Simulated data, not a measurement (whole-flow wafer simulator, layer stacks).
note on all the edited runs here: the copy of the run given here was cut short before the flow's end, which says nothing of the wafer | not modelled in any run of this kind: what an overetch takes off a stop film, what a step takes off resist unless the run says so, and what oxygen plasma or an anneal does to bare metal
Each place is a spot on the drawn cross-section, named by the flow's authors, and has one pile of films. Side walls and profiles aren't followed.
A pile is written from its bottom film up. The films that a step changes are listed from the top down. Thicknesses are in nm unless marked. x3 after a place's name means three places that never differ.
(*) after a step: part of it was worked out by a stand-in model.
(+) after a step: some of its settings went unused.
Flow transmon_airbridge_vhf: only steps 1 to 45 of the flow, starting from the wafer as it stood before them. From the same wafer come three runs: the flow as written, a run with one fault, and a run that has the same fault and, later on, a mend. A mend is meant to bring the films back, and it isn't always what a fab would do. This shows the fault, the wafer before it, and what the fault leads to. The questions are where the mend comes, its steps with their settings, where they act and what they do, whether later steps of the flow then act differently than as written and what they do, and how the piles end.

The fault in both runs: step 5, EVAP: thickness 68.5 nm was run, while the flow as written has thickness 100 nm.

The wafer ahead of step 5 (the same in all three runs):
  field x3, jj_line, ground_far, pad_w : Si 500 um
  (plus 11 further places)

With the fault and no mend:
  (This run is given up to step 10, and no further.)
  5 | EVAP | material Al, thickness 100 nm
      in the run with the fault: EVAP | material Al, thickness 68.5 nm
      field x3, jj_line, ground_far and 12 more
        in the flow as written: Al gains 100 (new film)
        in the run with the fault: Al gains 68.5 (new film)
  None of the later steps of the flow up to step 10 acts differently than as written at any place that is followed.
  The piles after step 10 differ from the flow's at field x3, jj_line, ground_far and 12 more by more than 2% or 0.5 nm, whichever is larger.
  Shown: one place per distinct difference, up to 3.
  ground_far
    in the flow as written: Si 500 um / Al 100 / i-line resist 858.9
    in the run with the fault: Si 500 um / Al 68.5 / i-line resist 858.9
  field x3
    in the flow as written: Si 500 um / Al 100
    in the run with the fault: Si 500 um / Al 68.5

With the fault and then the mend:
  The mend stands after step 10.
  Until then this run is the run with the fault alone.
  10a | STRIP | i-line resist, 80 C, 600 s (+)
      ground_far, pad_w, flank_w and 8 more
        i-line resist loses 858.9 (all of it)
  10b | EVAP | material Al, thickness 31.5 nm (the flow's step 5, run once more with other settings)
      field x3, jj_line, ground_far and 12 more
        Al gains 31.5
  10c | COAT | i-line resist, thickness 900 nm (the flow's step 6, run once more)
      field x3, jj_line, ground_far and 12 more
        i-line resist gains 900 (new film)
  10d | SOFTBAKE | i-line resist, 90 C, 90 s (the flow's step 7, run once more)
      leaves every film unchanged at each place that is followed
  10e | EXPOSE | i-line resist, thickness 900 nm, photomask AB CPW, dose 155.4 mJ/cm2, NA 0.45, wavelength 365 nm (*) (the flow's step 8, run once more)
      leaves every film unchanged at each place that is followed
  10f | PEB | i-line resist, 110 C, 60 s (the flow's step 9, run once more)
      field x3, jj_line, ground_far and 12 more
        i-line resist loses 41
  10g | DEVELOP | i-line resist, thickness 900 nm, developer developer-B, 60 s (the flow's step 10, run once more)
      ground_far, pad_w, flank_w and 8 more
        i-line resist loses 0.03
      field x3, jj_line, gap_w, gap_e
        i-line resist loses 859 (all of it)
  None of the later steps of the flow acts differently than as written at any place that is followed.
  At every place that both follow, the piles at the end match the flow's.
